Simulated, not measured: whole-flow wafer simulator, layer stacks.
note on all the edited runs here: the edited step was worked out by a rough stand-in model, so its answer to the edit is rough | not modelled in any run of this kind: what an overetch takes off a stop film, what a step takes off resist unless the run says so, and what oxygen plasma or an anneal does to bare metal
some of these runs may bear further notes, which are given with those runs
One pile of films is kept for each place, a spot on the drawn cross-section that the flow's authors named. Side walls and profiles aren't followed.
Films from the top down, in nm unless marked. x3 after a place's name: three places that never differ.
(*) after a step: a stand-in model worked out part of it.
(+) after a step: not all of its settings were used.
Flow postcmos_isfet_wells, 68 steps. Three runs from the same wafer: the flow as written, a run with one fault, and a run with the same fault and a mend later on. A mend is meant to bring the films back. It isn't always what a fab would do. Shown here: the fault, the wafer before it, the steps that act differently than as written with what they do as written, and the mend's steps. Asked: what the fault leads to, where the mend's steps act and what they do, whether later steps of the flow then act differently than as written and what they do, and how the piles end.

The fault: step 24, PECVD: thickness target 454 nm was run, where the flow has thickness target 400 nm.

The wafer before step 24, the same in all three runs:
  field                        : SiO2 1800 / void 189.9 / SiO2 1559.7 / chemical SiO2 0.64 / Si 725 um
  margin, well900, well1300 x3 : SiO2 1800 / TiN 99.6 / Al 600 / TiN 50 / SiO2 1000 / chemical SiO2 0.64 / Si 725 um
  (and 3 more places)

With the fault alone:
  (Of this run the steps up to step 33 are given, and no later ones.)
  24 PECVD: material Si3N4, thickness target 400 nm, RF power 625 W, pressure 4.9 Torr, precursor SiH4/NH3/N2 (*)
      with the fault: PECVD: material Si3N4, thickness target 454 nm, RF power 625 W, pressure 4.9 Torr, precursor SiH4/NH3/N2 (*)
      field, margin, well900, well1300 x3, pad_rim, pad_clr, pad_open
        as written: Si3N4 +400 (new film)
        with the fault: Si3N4 +454 (new film)
  Later steps of the flow that act differently than as written:
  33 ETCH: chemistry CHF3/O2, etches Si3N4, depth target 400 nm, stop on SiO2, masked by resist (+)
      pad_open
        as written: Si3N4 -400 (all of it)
        with the fault: Si3N4 -400
  After step 33 the piles differ from the flow's by more than 2% or 0.5 nm, whichever is larger, at field, margin, well900, well1300 x3, pad_rim, pad_clr, pad_open.
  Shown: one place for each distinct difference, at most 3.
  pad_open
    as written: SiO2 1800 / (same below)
    with the fault: Si3N4 54 / SiO2 1800 / (same below)
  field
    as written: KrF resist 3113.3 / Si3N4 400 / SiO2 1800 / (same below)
    with the fault: KrF resist 3113.3 / Si3N4 454 / SiO2 1800 / (same below)

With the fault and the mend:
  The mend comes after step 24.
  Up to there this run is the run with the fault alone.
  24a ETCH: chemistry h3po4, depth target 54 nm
      field, margin, well900, well1300 x3, pad_rim, pad_clr, pad_open
        Si3N4 -54
  No later step of the flow acts differently than as written at any place that is followed.
  At the end the piles are the same as the flow's at every place that both follow.
